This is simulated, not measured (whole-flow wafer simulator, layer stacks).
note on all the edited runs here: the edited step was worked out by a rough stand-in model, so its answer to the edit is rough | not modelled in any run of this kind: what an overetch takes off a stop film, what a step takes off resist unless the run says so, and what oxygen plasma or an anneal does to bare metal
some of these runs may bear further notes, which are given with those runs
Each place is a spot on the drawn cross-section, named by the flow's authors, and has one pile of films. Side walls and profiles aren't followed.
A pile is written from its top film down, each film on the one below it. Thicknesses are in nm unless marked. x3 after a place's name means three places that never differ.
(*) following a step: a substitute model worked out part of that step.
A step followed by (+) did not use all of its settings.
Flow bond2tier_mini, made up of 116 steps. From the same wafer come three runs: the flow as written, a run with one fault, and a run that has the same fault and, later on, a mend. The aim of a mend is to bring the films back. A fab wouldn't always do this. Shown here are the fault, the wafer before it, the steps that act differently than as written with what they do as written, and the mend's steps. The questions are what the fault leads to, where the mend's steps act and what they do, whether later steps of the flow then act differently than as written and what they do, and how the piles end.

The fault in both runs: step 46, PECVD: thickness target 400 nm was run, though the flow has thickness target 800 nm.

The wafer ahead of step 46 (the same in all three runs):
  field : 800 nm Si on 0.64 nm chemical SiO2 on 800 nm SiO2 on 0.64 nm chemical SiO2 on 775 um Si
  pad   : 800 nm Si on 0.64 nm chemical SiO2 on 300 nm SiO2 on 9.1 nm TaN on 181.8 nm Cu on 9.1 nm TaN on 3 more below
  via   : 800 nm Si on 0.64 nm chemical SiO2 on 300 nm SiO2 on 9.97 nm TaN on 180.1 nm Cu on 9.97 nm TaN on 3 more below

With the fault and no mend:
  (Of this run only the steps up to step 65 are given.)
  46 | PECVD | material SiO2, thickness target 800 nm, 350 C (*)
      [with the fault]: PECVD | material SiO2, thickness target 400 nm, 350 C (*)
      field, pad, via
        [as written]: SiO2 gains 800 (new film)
        [with the fault]: SiO2 gains 400 (new film)
  Steps further on in the flow that do not act as written (1 other step is not shown; it differs only slightly, by no more than 2% or 0.5 nm, whichever is larger):
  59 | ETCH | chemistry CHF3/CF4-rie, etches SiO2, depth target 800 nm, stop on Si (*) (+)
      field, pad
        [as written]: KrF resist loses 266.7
        [with the fault]: KrF resist loses 181.5
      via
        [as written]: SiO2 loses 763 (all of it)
        [with the fault]: SiO2 loses 363 (all of it)
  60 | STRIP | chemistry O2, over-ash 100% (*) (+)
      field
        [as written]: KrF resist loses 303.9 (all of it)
        [with the fault]: KrF resist loses 389.1 (all of it)
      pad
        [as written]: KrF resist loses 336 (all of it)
        [with the fault]: KrF resist loses 421.1 (all of it)
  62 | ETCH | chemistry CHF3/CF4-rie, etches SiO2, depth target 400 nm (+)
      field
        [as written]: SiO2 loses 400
        [with the fault]: SiO2 loses 392 (all of it), Si loses 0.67
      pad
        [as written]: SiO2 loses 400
        [with the fault]: SiO2 loses 355 (all of it), Si loses 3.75
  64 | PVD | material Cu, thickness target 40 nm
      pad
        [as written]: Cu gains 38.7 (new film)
        [with the fault]: Cu gains 40 (new film)
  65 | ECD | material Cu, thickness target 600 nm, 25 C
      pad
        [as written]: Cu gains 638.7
        [with the fault]: Cu gains 603.1
  After step 65, at field, pad, the piles differ from the flow's by more than 2% or 0.5 nm, whichever is larger.
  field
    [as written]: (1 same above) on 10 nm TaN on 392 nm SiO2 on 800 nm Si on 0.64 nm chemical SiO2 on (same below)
    [with the fault]: (1 same above) on 10 nm TaN on 799.3 nm Si on 0.64 nm chemical SiO2 on (same below)
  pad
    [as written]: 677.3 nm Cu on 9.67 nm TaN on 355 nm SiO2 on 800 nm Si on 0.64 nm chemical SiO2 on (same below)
    [with the fault]: 643.1 nm Cu on 10 nm TaN on 796.2 nm Si on 0.64 nm chemical SiO2 on (same below)

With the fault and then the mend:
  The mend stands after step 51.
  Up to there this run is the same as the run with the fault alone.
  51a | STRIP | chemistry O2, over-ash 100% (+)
      field
        KrF resist loses 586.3 (all of it)
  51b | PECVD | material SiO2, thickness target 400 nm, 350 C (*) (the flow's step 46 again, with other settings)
      field, pad, via
        SiO2 gains 400
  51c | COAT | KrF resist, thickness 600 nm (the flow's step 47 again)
      field, pad, via
        KrF resist gains 600 (new film)
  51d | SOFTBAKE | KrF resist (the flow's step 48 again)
      alters no film at any place that is followed
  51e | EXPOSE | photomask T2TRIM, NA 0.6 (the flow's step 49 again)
      alters no film at any place that is followed
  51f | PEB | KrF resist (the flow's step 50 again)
      alters no film at any place that is followed
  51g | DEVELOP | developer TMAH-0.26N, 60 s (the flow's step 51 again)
      pad, via
        KrF resist loses 600 (all of it)
      field
        KrF resist loses 13.7
  None of the later steps of the flow acts differently than as written at any place that is followed.
  At every place that both follow, the piles at the end match the flow's.
